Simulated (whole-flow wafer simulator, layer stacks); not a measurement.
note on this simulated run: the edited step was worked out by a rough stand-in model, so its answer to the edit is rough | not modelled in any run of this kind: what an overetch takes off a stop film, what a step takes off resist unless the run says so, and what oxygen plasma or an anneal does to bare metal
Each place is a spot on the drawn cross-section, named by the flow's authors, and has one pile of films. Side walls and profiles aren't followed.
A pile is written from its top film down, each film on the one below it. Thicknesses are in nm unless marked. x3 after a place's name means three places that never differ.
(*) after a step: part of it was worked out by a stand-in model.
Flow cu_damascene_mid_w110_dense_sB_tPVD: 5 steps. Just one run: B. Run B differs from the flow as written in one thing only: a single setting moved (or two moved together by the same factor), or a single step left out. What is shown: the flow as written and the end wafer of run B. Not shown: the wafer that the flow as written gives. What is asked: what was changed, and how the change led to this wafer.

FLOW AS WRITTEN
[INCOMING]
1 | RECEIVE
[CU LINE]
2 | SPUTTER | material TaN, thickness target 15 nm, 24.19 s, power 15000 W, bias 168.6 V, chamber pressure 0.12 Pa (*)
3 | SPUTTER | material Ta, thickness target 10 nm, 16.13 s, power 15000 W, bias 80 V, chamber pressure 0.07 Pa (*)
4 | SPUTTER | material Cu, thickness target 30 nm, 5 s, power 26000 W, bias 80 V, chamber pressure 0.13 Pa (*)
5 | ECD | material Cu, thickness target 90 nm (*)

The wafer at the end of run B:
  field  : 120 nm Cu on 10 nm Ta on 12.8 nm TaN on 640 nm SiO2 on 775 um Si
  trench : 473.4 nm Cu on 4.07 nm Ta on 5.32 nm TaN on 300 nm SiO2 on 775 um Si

What caused this: step 2, SPUTTER: thickness target 12.8 nm was run, while the flow as written has thickness target 15 nm; step 2, SPUTTER: 20.56 s was run, where the flow has 24.19 s.
One can read it off the wafer: field has TaN 12.8, and step 2 as written asks for 15 nm.

Step by step, how the change led to this:
  2 | SPUTTER | material TaN, thickness target 15 nm, 24.19 s, power 15000 W, bias 168.6 V, chamber pressure 0.12 Pa (*)
      field: +12.8 TaN (new film) (in the flow as written it would be: +15 TaN (new film))
      trench: +5.32 TaN (new film) (in the flow as written it would be: +6.23 TaN (new film))
